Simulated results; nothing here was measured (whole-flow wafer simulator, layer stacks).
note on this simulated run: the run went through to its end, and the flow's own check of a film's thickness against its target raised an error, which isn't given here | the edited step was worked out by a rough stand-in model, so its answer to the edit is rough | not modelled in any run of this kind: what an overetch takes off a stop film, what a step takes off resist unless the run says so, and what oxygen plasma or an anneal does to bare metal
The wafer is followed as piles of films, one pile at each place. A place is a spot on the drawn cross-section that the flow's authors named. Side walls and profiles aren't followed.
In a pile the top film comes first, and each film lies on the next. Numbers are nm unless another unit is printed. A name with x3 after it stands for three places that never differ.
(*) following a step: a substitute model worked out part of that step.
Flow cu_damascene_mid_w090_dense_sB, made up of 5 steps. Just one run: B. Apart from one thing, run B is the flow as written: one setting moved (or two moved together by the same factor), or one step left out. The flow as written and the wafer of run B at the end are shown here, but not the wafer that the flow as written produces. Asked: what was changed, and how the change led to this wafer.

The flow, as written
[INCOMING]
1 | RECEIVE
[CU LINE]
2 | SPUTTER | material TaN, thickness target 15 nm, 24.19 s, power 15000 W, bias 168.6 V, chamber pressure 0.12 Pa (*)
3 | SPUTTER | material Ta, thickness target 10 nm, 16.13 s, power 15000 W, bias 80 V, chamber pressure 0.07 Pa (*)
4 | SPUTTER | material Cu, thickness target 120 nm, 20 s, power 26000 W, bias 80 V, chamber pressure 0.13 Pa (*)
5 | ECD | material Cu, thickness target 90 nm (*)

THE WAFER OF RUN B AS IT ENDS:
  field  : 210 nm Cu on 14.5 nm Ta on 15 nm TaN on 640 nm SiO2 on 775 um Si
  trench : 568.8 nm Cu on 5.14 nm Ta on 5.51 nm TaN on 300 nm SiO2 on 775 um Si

Cause: step 3, SPUTTER: thickness target 14.5 nm was run, though the flow has thickness target 10 nm; step 3, SPUTTER: 23.39 s was run, where the flow has 16.13 s.
One can read it off the wafer: field has Ta 14.5, and step 3 as written asks for 10 nm.

How this came from the change, step by step:
  3 | SPUTTER | material Ta, thickness target 10 nm, 16.13 s, power 15000 W, bias 80 V, chamber pressure 0.07 Pa (*)
      field: +14.5 Ta (new film) (as written it would have been: +10 Ta (new film))
      trench: +5.14 Ta (new film) (as written it would have been: +3.55 Ta (new film))
